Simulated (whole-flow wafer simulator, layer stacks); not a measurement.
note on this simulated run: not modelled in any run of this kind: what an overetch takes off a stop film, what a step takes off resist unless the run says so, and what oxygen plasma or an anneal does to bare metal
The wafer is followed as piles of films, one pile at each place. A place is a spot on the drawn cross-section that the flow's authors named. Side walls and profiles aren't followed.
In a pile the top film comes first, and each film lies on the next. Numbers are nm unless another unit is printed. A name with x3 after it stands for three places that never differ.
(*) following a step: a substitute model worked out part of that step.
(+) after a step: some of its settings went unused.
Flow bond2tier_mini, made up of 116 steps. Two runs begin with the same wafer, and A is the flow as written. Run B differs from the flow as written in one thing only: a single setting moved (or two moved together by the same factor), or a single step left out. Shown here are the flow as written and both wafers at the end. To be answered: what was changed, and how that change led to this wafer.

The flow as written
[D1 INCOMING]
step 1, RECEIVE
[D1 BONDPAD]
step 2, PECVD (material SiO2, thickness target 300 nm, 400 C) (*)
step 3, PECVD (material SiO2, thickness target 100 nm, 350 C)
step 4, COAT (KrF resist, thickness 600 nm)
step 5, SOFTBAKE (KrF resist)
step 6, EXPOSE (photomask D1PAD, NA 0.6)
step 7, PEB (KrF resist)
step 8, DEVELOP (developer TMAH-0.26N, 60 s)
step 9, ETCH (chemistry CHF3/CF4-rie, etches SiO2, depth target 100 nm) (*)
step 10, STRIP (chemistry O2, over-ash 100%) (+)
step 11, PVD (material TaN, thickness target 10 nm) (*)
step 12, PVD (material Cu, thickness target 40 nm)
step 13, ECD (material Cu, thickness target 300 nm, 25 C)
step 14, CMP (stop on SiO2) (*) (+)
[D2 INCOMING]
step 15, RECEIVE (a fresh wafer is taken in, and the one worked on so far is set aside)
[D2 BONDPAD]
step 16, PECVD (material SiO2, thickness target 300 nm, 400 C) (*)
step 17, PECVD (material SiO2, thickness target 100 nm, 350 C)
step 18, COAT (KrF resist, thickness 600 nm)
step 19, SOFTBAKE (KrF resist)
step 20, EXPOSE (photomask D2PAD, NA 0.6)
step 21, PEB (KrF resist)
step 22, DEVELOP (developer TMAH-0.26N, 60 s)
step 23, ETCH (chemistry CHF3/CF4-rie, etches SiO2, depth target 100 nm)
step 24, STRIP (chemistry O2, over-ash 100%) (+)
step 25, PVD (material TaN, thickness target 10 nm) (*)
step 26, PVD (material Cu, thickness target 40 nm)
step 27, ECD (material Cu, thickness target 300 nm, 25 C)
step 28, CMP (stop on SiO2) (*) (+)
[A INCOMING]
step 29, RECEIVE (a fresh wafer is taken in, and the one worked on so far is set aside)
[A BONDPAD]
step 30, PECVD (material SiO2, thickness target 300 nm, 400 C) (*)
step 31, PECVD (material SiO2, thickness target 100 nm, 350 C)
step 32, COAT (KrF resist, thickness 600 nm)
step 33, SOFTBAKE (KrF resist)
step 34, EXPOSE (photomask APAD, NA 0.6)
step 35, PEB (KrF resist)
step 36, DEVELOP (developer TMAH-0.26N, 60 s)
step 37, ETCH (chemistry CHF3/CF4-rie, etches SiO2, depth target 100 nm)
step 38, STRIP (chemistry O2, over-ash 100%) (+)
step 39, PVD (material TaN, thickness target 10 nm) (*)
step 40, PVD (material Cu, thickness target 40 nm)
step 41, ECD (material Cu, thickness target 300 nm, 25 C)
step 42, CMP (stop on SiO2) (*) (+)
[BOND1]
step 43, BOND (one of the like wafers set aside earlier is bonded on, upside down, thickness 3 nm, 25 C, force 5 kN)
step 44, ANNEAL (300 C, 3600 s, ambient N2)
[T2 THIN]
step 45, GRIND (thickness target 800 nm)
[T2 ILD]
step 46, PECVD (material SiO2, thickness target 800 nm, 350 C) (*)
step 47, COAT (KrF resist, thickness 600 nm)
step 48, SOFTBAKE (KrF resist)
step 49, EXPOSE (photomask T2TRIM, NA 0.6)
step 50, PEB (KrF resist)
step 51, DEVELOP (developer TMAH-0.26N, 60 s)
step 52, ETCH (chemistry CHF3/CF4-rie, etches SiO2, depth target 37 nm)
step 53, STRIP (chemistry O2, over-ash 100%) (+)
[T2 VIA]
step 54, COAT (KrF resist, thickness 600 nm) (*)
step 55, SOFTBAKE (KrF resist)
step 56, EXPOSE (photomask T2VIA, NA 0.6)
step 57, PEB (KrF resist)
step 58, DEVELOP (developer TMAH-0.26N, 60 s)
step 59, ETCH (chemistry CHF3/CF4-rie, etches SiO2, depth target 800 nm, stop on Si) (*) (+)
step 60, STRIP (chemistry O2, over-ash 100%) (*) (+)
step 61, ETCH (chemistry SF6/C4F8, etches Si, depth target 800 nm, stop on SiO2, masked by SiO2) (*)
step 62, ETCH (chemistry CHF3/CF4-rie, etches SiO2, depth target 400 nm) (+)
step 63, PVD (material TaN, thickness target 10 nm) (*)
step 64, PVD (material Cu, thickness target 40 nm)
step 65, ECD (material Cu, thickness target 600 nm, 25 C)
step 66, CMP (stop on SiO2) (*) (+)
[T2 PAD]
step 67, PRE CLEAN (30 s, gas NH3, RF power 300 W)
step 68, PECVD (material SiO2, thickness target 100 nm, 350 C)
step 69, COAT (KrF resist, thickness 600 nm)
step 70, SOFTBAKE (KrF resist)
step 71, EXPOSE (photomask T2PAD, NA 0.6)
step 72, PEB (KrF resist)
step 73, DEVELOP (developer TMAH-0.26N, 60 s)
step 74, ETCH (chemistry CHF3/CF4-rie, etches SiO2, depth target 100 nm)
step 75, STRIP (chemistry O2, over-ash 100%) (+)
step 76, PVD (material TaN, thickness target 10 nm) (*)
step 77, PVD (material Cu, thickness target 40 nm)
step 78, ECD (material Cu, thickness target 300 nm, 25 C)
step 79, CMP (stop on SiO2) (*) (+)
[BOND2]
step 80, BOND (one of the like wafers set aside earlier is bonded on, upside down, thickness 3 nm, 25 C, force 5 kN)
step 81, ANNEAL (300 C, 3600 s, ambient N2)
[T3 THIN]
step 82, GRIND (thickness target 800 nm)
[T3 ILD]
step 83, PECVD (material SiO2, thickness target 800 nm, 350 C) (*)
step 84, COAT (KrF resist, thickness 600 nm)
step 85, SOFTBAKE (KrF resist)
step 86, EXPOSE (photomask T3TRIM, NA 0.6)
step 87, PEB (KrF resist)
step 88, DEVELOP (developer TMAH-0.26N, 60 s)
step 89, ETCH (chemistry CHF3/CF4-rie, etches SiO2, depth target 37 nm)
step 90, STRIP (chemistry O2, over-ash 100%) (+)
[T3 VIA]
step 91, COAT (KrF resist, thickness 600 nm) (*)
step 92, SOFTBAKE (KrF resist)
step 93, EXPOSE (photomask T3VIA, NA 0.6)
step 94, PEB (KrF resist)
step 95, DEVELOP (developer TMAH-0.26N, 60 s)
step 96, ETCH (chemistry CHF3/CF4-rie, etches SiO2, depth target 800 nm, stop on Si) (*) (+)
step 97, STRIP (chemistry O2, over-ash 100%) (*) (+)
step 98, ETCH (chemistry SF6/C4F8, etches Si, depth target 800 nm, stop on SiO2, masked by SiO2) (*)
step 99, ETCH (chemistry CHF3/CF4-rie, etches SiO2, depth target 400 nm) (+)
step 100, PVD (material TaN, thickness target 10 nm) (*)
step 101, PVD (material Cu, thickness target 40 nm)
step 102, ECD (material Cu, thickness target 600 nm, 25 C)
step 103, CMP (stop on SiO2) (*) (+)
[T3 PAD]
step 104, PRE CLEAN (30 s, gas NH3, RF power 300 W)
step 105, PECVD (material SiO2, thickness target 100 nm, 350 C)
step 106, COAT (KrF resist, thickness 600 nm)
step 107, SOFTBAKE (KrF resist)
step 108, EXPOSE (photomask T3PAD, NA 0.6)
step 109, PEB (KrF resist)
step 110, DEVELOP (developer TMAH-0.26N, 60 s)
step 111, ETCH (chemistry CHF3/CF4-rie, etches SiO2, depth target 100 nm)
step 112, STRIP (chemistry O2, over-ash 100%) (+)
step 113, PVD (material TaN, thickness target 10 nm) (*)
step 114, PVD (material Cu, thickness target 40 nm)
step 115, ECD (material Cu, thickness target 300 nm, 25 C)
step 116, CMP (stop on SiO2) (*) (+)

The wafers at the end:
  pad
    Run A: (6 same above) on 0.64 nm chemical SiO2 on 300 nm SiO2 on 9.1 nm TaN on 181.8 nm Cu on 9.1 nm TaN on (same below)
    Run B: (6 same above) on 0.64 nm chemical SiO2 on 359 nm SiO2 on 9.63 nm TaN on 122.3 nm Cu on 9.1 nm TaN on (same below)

The reason: step 23, ETCH: depth target 41 nm was run, while the flow as written has depth target 100 nm.

The path from the change to this, step by step:
  step 23, ETCH (chemistry CHF3/CF4-rie, etches SiO2, depth target 100 nm)
      pad, via: A SiO2 loses 100 | B SiO2 loses 41
      field: A KrF resist loses 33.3 | B KrF resist loses 13.7
  step 24, STRIP (chemistry O2, over-ash 100%) (+)
      field: A KrF resist loses 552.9 (all of it) | B KrF resist loses 572.6 (all of it)
  step 25, PVD (material TaN, thickness target 10 nm) (*)
      pad: A TaN gains 9.1 (new film) | B TaN gains 9.63 (new film)
  step 26, PVD (material Cu, thickness target 40 nm)
      pad: A Cu gains 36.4 (new film) | B Cu gains 38.5 (new film)
  step 27, ECD (material Cu, thickness target 300 nm, 25 C)
      pad: A Cu gains 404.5 | B Cu gains 342.9
      via: A Cu gains 400.2 | B Cu gains 341
  step 80, BOND (one of the like wafers set aside earlier is bonded on, upside down, thickness 3 nm, 25 C, force 5 kN)
      pad: A Si gains 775 um (new film), chemical SiO2 gains 0.64 (new film), SiO2 gains 300 (new film), TaN gains 9.1 (new film), Cu gains 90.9 | B Si gains 775 um (new film), chemical SiO2 gains 0.64 (new film), SiO2 gains 359 (new film), TaN gains 9.63 (new film), Cu gains 31.4
